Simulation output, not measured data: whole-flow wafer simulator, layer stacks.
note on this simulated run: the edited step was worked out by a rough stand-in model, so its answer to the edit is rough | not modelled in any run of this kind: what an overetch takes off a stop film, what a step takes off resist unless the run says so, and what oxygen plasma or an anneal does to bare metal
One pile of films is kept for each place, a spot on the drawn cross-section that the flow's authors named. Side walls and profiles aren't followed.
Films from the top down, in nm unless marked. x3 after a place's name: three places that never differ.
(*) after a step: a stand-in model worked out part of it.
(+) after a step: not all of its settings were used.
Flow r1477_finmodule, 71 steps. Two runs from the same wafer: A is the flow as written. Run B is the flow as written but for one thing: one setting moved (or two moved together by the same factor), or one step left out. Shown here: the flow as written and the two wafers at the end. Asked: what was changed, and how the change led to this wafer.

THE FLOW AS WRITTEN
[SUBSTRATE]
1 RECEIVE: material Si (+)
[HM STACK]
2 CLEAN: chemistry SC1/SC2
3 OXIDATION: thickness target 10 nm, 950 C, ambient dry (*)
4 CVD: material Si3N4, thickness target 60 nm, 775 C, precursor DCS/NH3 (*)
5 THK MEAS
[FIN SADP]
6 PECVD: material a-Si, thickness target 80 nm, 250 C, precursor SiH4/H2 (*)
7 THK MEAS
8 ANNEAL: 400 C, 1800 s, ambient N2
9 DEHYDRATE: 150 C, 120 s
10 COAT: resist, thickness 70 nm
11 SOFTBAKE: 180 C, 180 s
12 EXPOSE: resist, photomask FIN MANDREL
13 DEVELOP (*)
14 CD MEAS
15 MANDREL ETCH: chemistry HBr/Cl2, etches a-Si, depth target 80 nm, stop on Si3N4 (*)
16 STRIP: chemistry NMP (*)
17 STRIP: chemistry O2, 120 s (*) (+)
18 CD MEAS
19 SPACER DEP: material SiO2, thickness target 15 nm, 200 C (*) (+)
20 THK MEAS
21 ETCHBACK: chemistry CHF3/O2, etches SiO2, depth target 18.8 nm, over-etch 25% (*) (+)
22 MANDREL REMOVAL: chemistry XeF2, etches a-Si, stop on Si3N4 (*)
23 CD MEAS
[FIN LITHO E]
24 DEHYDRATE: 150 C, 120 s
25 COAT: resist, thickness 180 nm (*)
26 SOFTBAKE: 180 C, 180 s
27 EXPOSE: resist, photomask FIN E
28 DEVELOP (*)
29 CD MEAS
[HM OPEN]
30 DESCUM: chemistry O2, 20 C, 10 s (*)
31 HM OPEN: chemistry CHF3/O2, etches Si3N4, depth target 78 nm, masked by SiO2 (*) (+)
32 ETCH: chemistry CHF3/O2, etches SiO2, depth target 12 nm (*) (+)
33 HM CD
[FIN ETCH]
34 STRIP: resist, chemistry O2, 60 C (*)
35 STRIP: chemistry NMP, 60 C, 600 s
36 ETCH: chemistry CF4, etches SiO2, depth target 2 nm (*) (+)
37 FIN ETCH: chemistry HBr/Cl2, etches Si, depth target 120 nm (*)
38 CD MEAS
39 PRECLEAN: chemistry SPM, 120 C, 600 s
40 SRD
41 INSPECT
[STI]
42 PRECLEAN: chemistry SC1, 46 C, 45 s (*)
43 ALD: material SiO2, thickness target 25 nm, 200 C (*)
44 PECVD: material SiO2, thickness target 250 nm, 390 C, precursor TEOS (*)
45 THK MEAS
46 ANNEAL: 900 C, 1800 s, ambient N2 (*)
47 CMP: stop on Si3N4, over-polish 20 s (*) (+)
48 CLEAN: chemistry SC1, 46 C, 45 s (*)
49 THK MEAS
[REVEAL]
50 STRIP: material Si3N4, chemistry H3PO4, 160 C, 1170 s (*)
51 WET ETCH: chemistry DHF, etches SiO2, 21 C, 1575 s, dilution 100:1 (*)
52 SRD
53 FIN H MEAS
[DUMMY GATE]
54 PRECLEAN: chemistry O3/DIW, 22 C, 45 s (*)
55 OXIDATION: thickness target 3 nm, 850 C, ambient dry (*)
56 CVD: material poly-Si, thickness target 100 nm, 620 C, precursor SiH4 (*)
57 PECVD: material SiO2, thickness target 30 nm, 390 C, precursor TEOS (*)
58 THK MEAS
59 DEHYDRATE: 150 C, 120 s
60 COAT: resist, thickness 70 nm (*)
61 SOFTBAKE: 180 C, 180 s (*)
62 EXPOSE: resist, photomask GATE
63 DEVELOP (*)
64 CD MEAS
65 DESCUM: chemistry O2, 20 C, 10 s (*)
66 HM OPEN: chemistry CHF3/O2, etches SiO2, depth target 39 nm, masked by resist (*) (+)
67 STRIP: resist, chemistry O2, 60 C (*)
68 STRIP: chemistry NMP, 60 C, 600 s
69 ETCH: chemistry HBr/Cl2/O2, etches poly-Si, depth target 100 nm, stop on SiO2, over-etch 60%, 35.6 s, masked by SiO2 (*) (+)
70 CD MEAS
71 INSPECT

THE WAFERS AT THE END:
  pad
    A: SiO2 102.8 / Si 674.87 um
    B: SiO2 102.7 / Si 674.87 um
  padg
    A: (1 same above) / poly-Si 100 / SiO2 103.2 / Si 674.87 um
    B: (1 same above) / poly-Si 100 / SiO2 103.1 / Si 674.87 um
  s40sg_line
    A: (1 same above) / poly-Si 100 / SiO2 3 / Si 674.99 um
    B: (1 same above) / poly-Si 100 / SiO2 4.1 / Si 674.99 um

The cause: step 55, OXIDATION: thickness target 4.1 nm was run, where the flow has thickness target 3 nm.
It can be read off the wafer: s40sg_line has SiO2 4.1, and step 55 as written asks for 3 nm.

How the change led to this, step by step:
  55 OXIDATION: thickness target 3 nm, 850 C, ambient dry (*)
      s40sg_line, s45sg_line, s50sg_line, s40so_line, s45so_line, s50so_line: A SiO2 +3 (new film), chemical SiO2 -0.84 (all of it), Si -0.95 | B SiO2 +4.1 (new film), chemical SiO2 -0.84 (all of it), Si -1.43
